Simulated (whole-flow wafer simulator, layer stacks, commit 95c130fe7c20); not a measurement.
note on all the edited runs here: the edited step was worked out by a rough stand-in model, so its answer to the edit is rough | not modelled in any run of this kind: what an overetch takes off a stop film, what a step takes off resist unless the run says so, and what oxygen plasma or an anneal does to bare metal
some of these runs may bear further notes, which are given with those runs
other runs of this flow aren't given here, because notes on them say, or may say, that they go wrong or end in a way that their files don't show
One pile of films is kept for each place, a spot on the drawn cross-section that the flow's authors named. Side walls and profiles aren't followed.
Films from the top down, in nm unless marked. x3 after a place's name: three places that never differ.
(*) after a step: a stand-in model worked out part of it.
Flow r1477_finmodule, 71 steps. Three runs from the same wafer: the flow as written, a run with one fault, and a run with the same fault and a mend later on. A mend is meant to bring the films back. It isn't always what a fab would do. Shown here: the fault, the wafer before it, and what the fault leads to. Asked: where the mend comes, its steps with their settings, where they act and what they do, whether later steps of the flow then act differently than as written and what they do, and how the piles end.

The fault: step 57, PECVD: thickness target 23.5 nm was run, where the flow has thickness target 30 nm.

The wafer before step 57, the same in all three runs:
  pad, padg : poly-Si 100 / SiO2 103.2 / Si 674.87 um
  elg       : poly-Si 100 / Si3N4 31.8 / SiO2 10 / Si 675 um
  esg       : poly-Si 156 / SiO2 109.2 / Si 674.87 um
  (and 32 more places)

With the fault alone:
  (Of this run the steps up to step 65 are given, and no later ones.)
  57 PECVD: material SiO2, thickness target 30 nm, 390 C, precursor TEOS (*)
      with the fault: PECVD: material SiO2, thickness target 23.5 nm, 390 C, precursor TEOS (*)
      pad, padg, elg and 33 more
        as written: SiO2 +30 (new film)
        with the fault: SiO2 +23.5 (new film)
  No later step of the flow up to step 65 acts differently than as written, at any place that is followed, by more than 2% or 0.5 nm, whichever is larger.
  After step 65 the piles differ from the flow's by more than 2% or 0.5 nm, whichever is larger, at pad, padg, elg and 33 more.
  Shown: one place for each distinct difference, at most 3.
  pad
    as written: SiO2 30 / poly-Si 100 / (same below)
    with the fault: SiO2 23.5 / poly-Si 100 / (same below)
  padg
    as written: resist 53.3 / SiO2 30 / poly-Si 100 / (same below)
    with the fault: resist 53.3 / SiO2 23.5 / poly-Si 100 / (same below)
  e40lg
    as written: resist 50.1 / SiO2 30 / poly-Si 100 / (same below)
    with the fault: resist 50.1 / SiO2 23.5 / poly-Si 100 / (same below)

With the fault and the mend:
  The mend comes after step 64.
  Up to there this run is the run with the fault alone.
  64a STRIP: resist, chemistry O2, 60 C
      padg, elg, esg
        resist -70 (all of it)
      e40lg, e100lg, e200lg
        resist -66.9 (all of it)
      s40sg, s45sg
        resist -91 (all of it)
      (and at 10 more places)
  64b PECVD: material SiO2, thickness target 6.5 nm, 390 C, precursor TEOS (*) (the flow's step 57 once more, with other settings)
      pad, padg, elg and 33 more
        SiO2 +6.5
  64c DEHYDRATE: 150 C, 120 s (the flow's step 59 once more)
      changes no film at any place that is followed
  64d COAT: resist, thickness 70 nm (*) (the flow's step 60 once more)
      e40lg, e100lg, e200lg, elo, e40lo, e100lo, e200lo
        resist +66.9 (new film)
      pad, padg, elg, esg
        resist +70 (new film)
      s40sg, s45sg, s40so, s45so
        resist +91 (new film)
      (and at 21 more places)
  64e SOFTBAKE: 180 C, 180 s (*) (the flow's step 61 once more)
      changes no film at any place that is followed
  64f EXPOSE: resist, photomask GATE (the flow's step 62 once more)
      changes no film at any place that is followed
  64g DEVELOP (*) (the flow's step 63 once more)
      elo, e40lo, e100lo, e200lo
        resist -66.9 (all of it)
      eso, e40so
        resist -129.5 (all of it)
      s40so, s45so
        resist -91 (all of it)
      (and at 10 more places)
  No later step of the flow acts differently than as written at any place that is followed.
  At the end the piles are the same as the flow's at every place that both follow.
